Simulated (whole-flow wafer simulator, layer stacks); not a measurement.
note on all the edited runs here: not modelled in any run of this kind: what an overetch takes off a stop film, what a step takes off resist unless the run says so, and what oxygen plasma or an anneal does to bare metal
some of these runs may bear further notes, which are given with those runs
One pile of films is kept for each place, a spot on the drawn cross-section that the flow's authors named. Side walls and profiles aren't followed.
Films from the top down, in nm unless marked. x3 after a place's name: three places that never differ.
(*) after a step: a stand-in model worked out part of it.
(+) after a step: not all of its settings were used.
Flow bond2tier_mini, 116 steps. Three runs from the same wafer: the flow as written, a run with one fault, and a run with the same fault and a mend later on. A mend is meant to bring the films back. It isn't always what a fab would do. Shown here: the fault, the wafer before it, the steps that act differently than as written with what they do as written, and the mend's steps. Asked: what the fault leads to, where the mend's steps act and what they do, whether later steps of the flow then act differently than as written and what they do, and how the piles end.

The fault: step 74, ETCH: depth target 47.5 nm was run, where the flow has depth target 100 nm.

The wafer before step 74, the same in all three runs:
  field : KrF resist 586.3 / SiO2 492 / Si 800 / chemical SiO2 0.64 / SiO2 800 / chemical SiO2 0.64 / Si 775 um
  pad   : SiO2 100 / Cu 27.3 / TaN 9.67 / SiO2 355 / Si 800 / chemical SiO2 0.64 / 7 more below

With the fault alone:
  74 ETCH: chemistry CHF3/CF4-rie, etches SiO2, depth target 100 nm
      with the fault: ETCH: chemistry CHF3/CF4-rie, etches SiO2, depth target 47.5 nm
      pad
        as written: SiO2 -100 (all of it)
        with the fault: SiO2 -47.5
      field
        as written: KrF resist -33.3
        with the fault: KrF resist -15.8
  Later steps of the flow that act differently than as written (1 more step differs only slightly, by at most 2% or 0.5 nm, whichever is larger, and isn't shown):
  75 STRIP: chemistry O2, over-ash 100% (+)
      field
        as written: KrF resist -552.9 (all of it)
        with the fault: KrF resist -570.4 (all of it)
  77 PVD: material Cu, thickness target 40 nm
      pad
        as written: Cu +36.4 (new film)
        with the fault: Cu +38.3 (new film)
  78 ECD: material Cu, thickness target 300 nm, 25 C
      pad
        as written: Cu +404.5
        with the fault: Cu +349.7
  At the end the piles differ from the flow's by more than 2% or 0.5 nm, whichever is larger, at pad.
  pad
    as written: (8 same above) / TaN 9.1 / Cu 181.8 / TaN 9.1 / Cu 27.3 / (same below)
    with the fault: (8 same above) / TaN 9.1 / Cu 128.8 / TaN 9.57 / SiO2 52.5 / Cu 27.3 / (same below)

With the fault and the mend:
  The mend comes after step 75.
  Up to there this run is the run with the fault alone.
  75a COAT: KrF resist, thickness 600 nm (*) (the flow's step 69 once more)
      field
        KrF resist +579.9 (new film)
      pad
        KrF resist +621 (new film)
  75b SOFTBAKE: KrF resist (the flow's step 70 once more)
      changes no film at any place that is followed
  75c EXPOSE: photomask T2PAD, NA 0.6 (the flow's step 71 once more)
      changes no film at any place that is followed
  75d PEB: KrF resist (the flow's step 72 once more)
      changes no film at any place that is followed
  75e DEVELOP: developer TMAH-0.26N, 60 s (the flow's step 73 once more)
      field
        KrF resist -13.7
      pad
        KrF resist -621 (all of it)
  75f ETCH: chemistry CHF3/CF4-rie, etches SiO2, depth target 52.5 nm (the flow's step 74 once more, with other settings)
      field
        KrF resist -17.5
      pad
        SiO2 -52.5 (all of it)
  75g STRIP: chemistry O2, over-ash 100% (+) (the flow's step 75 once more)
      field
        KrF resist -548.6 (all of it)
  No later step of the flow acts differently than as written at any place that is followed.
  At the end the piles are the same as the flow's at every place that both follow.
